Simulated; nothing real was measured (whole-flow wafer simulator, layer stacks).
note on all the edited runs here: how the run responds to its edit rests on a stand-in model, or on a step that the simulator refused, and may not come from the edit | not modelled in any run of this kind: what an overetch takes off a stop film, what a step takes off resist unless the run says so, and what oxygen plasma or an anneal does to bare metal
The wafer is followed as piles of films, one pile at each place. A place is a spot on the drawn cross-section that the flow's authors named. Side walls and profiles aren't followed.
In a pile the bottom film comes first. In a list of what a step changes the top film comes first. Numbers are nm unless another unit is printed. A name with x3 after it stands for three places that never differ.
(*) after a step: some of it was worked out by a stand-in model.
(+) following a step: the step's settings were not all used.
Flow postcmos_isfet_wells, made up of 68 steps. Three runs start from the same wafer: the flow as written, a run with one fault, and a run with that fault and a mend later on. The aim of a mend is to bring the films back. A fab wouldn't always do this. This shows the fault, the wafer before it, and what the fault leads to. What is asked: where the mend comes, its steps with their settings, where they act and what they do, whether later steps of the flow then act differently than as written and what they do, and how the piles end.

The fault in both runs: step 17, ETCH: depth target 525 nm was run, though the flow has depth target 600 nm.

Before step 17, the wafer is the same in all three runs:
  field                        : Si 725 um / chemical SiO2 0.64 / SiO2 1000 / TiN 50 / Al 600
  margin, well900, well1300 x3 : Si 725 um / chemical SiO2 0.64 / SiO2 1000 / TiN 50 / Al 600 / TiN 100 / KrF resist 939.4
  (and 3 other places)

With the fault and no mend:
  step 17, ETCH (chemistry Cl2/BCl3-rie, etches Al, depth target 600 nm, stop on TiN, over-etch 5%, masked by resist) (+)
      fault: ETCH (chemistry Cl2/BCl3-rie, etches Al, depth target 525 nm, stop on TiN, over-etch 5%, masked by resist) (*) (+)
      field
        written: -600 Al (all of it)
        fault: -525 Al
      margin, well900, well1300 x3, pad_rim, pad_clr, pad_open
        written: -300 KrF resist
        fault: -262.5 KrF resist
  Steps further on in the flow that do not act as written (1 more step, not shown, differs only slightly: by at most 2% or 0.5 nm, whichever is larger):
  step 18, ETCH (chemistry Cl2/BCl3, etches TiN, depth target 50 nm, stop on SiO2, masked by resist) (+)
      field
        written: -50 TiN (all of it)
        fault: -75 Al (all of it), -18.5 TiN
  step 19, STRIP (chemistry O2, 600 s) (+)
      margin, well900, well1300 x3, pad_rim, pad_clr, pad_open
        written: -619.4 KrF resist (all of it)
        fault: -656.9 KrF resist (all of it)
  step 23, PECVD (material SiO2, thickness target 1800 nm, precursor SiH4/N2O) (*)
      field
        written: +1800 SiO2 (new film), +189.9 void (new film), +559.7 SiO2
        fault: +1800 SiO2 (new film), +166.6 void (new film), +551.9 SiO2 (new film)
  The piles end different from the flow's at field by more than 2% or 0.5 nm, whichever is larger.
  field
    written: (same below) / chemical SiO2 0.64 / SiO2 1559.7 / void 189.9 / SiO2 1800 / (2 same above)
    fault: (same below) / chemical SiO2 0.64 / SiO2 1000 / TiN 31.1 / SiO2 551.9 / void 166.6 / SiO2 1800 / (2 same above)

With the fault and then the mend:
  The mend follows step 17.
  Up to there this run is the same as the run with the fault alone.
  step 17a, ETCH (chemistry Cl2/BCl3-rie, etches Al, depth target 75 nm, stop on TiN, over-etch 5%, masked by resist) (the flow's step 17 again, with other settings)
      margin, well900, well1300 x3, pad_rim, pad_clr, pad_open
        -37.5 KrF resist
      field
        -75 Al (all of it)
  None of the later steps of the flow acts differently than as written at any place that is followed.
  At every place that both follow, the piles at the end match the flow's.
